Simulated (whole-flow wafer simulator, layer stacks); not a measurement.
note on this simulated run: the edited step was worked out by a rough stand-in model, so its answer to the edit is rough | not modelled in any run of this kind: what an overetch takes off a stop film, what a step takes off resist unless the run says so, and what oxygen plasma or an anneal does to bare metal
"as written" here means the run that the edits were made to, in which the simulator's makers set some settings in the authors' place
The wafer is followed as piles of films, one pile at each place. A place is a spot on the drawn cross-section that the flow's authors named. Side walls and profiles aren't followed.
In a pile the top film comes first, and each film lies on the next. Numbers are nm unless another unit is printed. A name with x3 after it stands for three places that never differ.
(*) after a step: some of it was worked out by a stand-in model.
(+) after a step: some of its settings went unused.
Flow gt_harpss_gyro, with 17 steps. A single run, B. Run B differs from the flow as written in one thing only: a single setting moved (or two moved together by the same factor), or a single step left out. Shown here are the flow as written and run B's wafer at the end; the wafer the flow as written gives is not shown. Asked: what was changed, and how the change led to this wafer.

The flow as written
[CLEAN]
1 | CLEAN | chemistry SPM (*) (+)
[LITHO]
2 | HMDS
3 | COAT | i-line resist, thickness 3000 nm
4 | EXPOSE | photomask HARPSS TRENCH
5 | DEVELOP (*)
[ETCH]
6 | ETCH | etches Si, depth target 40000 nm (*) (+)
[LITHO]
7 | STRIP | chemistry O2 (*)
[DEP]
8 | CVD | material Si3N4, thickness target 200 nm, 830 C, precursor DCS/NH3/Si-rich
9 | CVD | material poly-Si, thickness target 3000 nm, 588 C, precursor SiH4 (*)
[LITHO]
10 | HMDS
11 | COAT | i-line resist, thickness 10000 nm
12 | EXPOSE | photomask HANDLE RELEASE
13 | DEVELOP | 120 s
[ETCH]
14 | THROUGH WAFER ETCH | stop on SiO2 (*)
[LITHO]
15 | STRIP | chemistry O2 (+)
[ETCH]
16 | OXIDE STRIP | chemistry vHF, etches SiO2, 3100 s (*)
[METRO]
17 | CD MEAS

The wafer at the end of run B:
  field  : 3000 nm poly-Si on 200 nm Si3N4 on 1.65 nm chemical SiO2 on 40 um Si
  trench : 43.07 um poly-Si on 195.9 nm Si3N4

Cause: step 6, ETCH: depth target 49600 nm was run, though the flow has depth target 40000 nm.

The path from the change to this, step by step:
  6 | ETCH | etches Si, depth target 40000 nm (*) (+)
      trench: -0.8 chemical SiO2 (all of it), -40 um Si (all of it), -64 SiO2 (in the flow as written it would be: -0.8 chemical SiO2 (all of it), -40 um Si (all of it))
      field: -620 i-line resist (in the flow as written it would be: -500 i-line resist)
  7 | STRIP | chemistry O2 (*)
      field: -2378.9 i-line resist (all of it), +0.85 chemical SiO2, -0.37 Si (in the flow as written it would be: -2498.9 i-line resist (all of it), +0.87 chemical SiO2, -0.38 Si)
  9 | CVD | material poly-Si, thickness target 3000 nm, 588 C, precursor SiH4 (*)
      trench: +43.07 um poly-Si (new film) (in the flow as written it would be: +43.01 um poly-Si (new film))
  16 | OXIDE STRIP | chemistry vHF, etches SiO2, 3100 s (*)
      trench: under 2 films: -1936 SiO2 (all of it) (in the flow as written it would be: under 2 films: -2000 SiO2 (all of it))
